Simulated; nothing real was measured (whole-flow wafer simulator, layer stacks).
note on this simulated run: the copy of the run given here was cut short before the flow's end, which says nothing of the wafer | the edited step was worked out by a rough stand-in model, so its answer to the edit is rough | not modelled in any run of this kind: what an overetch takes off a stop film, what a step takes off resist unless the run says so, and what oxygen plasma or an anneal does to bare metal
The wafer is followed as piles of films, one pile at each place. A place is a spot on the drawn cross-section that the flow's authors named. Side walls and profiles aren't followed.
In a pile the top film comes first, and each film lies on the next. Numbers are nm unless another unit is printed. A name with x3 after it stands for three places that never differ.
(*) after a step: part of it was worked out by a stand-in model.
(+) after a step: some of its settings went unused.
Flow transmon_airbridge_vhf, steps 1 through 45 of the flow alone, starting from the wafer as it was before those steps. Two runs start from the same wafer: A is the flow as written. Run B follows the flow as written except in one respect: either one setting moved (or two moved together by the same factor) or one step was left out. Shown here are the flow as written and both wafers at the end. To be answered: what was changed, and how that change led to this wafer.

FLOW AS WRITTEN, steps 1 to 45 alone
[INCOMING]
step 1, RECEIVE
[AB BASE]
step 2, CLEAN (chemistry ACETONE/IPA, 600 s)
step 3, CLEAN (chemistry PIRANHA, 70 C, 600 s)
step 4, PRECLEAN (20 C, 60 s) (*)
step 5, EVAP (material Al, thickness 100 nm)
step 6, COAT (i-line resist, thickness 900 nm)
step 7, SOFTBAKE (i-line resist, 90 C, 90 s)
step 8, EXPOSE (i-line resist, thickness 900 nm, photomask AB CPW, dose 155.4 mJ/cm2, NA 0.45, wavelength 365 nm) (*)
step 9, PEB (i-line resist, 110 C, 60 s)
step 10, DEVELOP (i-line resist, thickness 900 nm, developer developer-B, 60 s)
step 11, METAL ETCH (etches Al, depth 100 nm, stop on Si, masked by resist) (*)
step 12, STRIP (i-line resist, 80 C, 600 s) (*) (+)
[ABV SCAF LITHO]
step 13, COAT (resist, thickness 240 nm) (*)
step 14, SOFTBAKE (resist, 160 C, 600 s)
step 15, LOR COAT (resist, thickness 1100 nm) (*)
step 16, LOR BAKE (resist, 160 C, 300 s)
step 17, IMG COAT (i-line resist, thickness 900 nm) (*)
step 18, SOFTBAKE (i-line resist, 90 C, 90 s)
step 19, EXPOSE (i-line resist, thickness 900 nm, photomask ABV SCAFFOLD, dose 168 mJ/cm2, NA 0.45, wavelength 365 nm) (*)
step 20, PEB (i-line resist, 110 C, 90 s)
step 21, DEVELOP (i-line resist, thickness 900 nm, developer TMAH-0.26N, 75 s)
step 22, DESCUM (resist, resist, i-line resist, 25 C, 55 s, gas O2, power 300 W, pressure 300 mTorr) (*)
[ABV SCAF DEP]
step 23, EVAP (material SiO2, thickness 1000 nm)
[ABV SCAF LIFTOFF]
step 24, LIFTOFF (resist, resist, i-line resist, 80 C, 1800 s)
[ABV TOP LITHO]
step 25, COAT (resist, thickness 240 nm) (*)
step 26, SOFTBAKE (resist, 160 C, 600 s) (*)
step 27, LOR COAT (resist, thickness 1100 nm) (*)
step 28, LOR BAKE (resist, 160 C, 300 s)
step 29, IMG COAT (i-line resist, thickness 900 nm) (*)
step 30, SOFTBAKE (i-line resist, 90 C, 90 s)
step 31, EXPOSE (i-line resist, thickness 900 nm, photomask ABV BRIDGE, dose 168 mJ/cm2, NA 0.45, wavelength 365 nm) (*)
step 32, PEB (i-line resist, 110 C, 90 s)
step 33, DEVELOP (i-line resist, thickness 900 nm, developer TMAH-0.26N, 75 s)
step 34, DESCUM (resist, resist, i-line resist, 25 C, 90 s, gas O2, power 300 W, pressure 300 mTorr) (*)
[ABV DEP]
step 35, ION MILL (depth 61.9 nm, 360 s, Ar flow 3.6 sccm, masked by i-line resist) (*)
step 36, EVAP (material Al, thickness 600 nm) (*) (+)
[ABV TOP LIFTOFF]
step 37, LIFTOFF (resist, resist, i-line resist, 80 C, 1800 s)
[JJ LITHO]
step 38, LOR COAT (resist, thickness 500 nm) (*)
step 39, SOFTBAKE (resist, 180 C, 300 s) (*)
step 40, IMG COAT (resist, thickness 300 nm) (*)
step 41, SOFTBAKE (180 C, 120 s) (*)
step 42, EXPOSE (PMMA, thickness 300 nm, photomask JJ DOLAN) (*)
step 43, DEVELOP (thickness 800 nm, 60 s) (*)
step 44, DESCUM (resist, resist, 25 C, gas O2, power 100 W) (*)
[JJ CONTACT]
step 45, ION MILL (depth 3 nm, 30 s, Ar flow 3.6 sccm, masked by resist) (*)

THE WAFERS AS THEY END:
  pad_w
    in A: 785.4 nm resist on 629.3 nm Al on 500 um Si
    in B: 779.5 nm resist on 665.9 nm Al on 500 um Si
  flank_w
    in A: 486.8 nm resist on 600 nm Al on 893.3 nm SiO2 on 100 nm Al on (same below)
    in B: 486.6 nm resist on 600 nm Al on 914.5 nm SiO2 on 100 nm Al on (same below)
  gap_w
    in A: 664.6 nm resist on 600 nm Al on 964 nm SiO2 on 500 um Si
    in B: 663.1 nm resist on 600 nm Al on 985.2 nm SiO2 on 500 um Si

Cause: step 35, ION MILL: depth 25.4 nm was run, though the flow has depth 61.9 nm; step 35, ION MILL: 148 s was run, where the flow has 360 s.

The path from the change to this, step by step:
  step 35, ION MILL (depth 61.9 nm, 360 s, Ar flow 3.6 sccm, masked by i-line resist) (*)
      field x3, jj_line, ground_far, trace_open_s x2, margin_s, margin_n: A -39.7 i-line resist | B -16.3 i-line resist
      flank_w, gap_w, cpw_trace, gap_e, flank_e, bridge_strip: A -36 SiO2 | B -14.8 SiO2
      (and at 2 other places as well)
  step 37, LIFTOFF (resist, resist, i-line resist, 80 C, 1800 s)
      field x3, jj_line, trace_open_s x2: A -600 Al (all of it), -600 i-line resist (all of it), -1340 resist (all of it) | B -600 Al (all of it), -623.4 i-line resist (all of it), -1340 resist (all of it)
      margin_s, margin_n: A -600 Al (all of it), -318.3 i-line resist (all of it), -992 resist (all of it) | B -600 Al (all of it), -341.7 i-line resist (all of it), -992 resist (all of it)
      (and at 1 other place as well)
